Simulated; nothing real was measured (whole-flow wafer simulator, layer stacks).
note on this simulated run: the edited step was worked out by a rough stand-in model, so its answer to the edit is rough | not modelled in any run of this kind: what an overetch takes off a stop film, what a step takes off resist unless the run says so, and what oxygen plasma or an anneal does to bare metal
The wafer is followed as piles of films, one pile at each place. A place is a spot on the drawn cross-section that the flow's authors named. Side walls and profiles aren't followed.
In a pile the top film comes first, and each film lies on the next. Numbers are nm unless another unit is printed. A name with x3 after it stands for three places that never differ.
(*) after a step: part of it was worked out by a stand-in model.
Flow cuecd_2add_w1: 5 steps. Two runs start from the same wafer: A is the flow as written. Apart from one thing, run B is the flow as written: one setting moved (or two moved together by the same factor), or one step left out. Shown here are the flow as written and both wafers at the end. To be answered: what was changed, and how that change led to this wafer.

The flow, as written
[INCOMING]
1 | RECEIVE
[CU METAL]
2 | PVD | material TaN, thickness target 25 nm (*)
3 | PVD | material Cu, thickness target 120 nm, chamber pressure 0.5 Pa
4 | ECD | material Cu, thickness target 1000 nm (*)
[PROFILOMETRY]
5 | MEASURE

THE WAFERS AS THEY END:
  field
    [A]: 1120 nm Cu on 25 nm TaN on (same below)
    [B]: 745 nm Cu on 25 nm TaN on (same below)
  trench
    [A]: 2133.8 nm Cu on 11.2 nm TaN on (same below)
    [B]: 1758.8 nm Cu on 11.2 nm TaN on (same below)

What caused this: step 4, ECD: thickness target 625 nm was run, while the flow as written has thickness target 1000 nm.

The path from the change to this, step by step:
  4 | ECD | material Cu, thickness target 1000 nm (*)
      field: A +1000 Cu | B +625 Cu
      trench: A +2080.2 Cu | B +1705.2 Cu
